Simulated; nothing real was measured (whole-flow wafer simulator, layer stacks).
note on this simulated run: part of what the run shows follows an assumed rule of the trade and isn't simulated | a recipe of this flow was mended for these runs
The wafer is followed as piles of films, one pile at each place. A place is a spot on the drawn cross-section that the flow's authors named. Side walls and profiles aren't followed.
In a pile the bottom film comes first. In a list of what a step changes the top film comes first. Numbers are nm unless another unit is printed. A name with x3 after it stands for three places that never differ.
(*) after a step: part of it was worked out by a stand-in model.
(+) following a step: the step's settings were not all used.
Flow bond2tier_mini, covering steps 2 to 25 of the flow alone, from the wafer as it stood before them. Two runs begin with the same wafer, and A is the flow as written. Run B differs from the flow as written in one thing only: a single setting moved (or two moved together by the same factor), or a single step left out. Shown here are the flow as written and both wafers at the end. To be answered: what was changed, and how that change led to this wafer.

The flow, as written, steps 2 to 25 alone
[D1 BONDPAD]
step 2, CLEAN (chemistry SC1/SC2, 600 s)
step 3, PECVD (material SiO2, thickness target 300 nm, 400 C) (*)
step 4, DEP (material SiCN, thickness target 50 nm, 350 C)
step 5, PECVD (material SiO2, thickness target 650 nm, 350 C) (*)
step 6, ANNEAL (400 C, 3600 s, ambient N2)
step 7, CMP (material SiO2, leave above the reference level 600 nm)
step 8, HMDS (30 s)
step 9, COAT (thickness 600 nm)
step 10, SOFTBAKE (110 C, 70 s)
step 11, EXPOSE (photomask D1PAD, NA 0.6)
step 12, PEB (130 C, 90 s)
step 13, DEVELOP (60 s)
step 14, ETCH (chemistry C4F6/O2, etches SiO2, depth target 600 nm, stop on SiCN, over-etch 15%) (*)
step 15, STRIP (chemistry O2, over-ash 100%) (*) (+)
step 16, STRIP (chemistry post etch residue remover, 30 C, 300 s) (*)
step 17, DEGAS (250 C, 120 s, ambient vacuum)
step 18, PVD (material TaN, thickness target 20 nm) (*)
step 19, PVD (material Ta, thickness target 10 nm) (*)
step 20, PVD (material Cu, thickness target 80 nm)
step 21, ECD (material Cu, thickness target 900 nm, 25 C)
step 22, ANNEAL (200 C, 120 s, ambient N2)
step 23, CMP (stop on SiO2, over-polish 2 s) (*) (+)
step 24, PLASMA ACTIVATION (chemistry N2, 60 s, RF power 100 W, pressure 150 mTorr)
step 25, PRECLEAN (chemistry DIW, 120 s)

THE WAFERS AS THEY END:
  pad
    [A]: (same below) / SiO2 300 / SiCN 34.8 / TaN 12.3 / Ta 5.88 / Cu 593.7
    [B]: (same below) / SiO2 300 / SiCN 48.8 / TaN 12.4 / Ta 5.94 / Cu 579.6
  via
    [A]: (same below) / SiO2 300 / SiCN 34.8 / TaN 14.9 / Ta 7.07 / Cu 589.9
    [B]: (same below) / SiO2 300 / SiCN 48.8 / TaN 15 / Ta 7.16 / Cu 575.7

What caused this: step 14, ETCH: depth target 528 nm was run, whereas the flow has depth target 600 nm.

The path from the change to this, step by step:
  step 14, ETCH (chemistry C4F6/O2, etches SiO2, depth target 600 nm, stop on SiCN, over-etch 15%) (*)
      pad, via: A SiO2 loses 600 (all of it), SiCN loses 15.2 | B SiO2 loses 600 (all of it), SiCN loses 1.21
      field: A thick-KrF-resist loses 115 | B thick-KrF-resist loses 101.2
  step 15, STRIP (chemistry O2, over-ash 100%) (*) (+)
      field: A thick-KrF-resist loses 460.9 (all of it) | B thick-KrF-resist loses 474.7 (all of it)
